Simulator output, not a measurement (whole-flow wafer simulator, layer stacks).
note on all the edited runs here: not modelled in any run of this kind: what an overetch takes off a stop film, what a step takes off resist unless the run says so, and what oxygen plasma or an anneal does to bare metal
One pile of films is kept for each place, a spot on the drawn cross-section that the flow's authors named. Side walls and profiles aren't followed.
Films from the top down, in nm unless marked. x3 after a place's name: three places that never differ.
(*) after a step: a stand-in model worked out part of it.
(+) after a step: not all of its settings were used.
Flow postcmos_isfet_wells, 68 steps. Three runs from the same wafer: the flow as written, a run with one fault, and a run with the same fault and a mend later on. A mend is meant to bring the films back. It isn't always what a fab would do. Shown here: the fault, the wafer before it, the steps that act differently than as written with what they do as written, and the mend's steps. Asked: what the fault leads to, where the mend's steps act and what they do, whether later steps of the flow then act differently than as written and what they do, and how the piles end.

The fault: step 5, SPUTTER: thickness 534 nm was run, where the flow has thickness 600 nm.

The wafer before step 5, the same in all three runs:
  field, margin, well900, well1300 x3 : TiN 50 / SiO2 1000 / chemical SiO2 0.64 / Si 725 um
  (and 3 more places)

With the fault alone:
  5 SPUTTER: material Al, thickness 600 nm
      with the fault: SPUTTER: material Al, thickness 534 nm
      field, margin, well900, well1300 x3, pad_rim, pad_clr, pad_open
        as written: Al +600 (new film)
        with the fault: Al +534 (new film)
  Later steps of the flow that act differently than as written:
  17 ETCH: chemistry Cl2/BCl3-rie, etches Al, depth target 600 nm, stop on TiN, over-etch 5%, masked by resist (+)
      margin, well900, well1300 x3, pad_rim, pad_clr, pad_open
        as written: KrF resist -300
        with the fault: KrF resist -280.4
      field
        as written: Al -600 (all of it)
        with the fault: Al -534 (all of it)
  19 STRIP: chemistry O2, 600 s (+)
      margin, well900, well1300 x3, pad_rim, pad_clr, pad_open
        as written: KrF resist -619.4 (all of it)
        with the fault: KrF resist -639 (all of it)
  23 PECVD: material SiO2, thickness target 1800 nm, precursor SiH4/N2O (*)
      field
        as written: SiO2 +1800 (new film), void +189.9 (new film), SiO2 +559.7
        with the fault: SiO2 +1800 (new film), void +141.3 (new film), SiO2 +542.3
  At the end the piles differ from the flow's by more than 2% or 0.5 nm, whichever is larger, at field, margin, well900, well1300 x3, pad_rim, pad_clr, pad_open.
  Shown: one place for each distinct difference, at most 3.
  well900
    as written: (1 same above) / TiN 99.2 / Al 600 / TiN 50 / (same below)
    with the fault: (1 same above) / TiN 99.2 / Al 534 / TiN 50 / (same below)
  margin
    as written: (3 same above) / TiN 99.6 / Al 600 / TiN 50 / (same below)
    with the fault: (3 same above) / TiN 99.6 / Al 534 / TiN 50 / (same below)
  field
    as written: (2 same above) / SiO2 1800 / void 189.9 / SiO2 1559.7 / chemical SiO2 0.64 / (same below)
    with the fault: (2 same above) / SiO2 1800 / void 141.3 / SiO2 1542.3 / chemical SiO2 0.64 / (same below)

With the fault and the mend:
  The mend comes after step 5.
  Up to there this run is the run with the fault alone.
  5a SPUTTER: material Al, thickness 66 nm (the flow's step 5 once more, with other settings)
      field, margin, well900, well1300 x3, pad_rim, pad_clr, pad_open
        Al +66
  No later step of the flow acts differently than as written at any place that is followed.
  At the end the piles are the same as the flow's at every place that both follow.
